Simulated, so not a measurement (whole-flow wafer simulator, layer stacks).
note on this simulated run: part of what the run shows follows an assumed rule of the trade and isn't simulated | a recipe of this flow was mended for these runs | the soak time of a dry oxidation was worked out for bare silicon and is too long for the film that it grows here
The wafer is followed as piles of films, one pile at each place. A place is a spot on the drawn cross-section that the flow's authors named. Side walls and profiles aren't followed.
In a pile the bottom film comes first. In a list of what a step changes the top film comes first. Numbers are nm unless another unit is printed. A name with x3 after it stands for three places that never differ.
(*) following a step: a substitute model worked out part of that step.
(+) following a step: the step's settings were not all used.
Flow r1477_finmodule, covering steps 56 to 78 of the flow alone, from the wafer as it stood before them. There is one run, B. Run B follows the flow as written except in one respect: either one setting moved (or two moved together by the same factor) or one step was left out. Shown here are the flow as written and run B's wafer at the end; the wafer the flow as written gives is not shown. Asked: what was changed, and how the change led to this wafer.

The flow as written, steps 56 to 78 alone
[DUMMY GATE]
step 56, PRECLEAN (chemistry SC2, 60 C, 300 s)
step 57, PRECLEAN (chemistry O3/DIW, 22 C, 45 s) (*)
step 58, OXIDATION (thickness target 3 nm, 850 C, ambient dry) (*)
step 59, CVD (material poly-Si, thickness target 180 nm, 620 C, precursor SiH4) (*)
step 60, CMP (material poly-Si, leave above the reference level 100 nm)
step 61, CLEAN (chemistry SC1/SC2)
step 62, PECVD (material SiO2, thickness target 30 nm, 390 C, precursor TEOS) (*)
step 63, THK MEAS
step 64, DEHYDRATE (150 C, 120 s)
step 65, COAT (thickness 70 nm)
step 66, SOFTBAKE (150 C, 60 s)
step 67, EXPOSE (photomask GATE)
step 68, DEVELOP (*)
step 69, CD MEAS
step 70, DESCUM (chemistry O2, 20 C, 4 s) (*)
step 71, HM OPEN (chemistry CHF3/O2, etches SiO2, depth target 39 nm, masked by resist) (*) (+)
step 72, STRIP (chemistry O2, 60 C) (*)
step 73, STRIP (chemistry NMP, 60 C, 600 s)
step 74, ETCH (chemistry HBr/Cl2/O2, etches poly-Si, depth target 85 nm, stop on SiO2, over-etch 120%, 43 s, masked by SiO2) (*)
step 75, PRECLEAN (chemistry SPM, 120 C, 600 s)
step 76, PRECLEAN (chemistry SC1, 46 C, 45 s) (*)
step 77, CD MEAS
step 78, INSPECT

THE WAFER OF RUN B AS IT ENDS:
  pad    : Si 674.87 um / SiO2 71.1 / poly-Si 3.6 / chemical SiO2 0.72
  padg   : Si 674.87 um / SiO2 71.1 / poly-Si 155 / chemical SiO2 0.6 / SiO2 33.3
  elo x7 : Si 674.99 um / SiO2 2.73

Cause: step 62, PECVD: thickness target 40.8 nm was run, whereas the flow has thickness target 30 nm.

Step by step, how the change led to this:
  step 62, PECVD (material SiO2, thickness target 30 nm, 390 C, precursor TEOS) (*)
      pad, padg, elg x7 and 27 more: +40.8 SiO2 (new film) (it would be, as written: +30 SiO2 (new film))
  step 71, HM OPEN (chemistry CHF3/O2, etches SiO2, depth target 39 nm, masked by resist) (*) (+)
      pad, elo x7, eso x6, e200so, s40co x3: -39 SiO2 (it would be, as written: -30 SiO2 (all of it), -0.6 chemical SiO2 (all of it), -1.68 poly-Si)
  step 72, STRIP (chemistry O2, 60 C) (*)
      pad, elo x7, eso x6, e200so, s40co x3: nothing (it would be, as written: +1.12 chemical SiO2 (new film), -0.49 poly-Si)
  step 74, ETCH (chemistry HBr/Cl2/O2, etches poly-Si, depth target 85 nm, stop on SiO2, over-etch 120%, 43 s, masked by SiO2) (*)
      eso x6, e200so, s40co x3: -1.8 SiO2 (all of it), -0.6 chemical SiO2 (all of it), -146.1 poly-Si (all of it) (it would be, as written: -1.12 chemical SiO2 (all of it), -143.9 poly-Si (all of it), -0.22 SiO2)
      elo x7: -1.8 SiO2 (all of it), -0.6 chemical SiO2 (all of it), -99.7 poly-Si (all of it), -0.26 SiO2 (it would be, as written: -1.12 chemical SiO2 (all of it), -97.6 poly-Si (all of it), -0.45 SiO2)
      (also at 1 further place)
  step 75, PRECLEAN (chemistry SPM, 120 C, 600 s)
      pad: +0.8 chemical SiO2 (new film), -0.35 poly-Si (it would be, as written: nothing)
